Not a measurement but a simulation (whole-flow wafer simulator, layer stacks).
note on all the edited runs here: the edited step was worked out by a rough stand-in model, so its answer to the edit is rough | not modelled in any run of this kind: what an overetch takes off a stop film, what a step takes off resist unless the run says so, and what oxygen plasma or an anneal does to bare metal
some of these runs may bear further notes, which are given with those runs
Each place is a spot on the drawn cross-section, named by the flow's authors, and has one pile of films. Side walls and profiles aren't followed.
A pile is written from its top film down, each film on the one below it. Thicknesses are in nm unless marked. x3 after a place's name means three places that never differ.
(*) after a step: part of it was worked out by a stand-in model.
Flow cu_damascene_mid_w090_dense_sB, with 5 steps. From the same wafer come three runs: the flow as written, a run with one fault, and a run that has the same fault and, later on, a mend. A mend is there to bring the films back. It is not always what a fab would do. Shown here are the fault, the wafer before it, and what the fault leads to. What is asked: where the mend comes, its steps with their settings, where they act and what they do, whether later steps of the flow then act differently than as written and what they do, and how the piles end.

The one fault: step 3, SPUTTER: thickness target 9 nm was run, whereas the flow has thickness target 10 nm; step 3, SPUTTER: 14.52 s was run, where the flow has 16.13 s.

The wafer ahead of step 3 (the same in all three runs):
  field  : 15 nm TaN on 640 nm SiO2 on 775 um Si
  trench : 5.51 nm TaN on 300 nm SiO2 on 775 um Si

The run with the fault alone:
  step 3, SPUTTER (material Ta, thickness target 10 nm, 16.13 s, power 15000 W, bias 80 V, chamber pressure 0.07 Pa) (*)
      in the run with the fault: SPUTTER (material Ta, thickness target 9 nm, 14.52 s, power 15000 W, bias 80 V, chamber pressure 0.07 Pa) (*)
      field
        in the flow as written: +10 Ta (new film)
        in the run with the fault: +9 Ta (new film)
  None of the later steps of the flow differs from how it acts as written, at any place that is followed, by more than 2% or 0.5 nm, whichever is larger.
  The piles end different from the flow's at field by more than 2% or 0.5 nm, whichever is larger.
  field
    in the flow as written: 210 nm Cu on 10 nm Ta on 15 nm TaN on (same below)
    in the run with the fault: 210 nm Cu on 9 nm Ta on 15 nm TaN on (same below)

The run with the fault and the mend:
  After step 3 comes the mend.
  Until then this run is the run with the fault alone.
  step 3a, SPUTTER (material Ta, thickness target 1 nm, 1.613 s, power 15000 W, bias 80 V, chamber pressure 0.07 Pa) (*) (the flow's step 3 again, with other settings)
      field
        +1 Ta
      trench
        +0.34 Ta
  None of the later steps of the flow acts differently than as written at any place that is followed.
  At the end the piles are close to the flow's at the places that both follow, differing by at most 2% or 0.5 nm, whichever is larger.
